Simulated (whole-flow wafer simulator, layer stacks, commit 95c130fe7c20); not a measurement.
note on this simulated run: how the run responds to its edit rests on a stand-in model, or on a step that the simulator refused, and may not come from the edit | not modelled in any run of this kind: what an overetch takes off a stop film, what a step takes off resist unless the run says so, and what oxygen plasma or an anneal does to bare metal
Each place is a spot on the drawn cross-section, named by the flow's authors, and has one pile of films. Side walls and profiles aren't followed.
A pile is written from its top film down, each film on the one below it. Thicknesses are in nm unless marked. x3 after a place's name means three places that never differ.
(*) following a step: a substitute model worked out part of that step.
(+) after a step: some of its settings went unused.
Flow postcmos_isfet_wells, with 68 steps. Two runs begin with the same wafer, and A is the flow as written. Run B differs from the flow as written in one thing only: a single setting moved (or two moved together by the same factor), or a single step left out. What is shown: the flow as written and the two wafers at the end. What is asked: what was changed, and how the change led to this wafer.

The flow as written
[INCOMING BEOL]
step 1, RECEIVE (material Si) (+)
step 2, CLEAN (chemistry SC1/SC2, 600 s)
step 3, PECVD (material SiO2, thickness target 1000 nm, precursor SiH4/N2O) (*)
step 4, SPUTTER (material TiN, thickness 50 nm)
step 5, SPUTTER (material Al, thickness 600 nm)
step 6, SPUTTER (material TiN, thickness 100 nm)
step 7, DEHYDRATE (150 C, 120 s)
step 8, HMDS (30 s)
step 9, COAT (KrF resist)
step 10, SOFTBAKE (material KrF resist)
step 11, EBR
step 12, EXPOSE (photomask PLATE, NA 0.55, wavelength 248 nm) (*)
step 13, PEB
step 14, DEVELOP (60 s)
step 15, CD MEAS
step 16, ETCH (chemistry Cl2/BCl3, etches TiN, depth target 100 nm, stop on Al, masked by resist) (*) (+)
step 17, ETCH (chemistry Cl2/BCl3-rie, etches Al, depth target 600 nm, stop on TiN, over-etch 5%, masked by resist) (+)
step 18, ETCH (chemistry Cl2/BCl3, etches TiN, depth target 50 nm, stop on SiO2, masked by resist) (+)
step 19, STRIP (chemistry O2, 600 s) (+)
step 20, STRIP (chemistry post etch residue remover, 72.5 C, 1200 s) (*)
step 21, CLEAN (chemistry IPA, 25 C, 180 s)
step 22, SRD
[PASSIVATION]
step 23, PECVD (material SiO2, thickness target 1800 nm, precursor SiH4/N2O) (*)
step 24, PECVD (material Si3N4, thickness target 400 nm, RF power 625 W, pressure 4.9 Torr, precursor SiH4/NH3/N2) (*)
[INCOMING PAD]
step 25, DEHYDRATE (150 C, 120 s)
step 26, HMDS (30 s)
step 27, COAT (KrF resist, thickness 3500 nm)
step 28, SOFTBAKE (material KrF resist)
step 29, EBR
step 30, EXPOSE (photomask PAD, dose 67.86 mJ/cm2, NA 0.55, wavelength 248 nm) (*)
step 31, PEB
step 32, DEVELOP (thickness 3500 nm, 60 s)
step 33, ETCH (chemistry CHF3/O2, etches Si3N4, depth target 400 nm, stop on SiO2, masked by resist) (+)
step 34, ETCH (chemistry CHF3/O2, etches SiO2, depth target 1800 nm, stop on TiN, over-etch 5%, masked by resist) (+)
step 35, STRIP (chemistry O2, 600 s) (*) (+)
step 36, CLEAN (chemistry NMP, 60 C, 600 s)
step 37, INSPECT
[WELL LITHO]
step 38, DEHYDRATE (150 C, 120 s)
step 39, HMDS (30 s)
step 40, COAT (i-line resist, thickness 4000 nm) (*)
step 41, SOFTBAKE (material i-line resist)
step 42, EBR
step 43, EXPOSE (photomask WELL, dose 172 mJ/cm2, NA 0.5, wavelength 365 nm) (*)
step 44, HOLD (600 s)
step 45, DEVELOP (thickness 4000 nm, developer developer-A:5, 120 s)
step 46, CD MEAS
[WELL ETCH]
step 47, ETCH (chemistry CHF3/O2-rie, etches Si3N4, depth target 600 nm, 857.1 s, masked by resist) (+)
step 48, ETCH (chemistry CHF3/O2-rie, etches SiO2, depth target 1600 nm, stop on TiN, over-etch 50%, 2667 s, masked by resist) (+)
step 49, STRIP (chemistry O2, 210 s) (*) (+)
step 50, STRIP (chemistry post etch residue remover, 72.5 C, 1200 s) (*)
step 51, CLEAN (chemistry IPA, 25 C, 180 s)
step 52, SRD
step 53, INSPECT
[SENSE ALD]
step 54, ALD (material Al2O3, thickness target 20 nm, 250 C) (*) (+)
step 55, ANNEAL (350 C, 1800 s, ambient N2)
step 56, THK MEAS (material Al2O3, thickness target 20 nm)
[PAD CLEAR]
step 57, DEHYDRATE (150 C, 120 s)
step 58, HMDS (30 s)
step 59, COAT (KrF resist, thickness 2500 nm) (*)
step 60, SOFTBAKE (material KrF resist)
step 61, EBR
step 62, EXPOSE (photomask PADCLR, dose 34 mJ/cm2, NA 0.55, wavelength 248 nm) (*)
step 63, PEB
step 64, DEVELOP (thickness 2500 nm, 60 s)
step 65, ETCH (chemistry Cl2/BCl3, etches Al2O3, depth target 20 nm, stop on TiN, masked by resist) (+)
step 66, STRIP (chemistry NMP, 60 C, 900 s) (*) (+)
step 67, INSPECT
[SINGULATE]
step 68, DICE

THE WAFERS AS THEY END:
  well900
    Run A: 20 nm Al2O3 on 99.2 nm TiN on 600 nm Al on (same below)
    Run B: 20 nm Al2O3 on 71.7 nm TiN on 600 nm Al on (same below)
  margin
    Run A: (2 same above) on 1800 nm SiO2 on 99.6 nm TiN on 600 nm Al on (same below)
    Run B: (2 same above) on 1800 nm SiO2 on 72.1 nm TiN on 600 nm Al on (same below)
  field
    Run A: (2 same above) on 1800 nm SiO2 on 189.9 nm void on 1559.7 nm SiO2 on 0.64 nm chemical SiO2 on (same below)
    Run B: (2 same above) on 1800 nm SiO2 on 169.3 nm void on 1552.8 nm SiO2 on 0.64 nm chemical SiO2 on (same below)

The reason: step 6, SPUTTER: thickness 72.5 nm was run, whereas the flow has thickness 100 nm.

The path from the change to this, step by step:
  step 6, SPUTTER (material TiN, thickness 100 nm)
      field, margin, well900, well1300 x3, pad_rim, pad_clr, pad_open: A TiN gains 100 (new film) | B TiN gains 72.5 (new film)
  step 16, ETCH (chemistry Cl2/BCl3, etches TiN, depth target 100 nm, stop on Al, masked by resist) (*) (+)
      field: A TiN loses 100 (all of it) | B TiN loses 72.5 (all of it)
  step 23, PECVD (material SiO2, thickness target 1800 nm, precursor SiH4/N2O) (*)
      field: A SiO2 gains 1800 (new film), void gains 189.9 (new film), SiO2 gains 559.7 | B SiO2 gains 1800 (new film), void gains 169.3 (new film), SiO2 gains 552.8
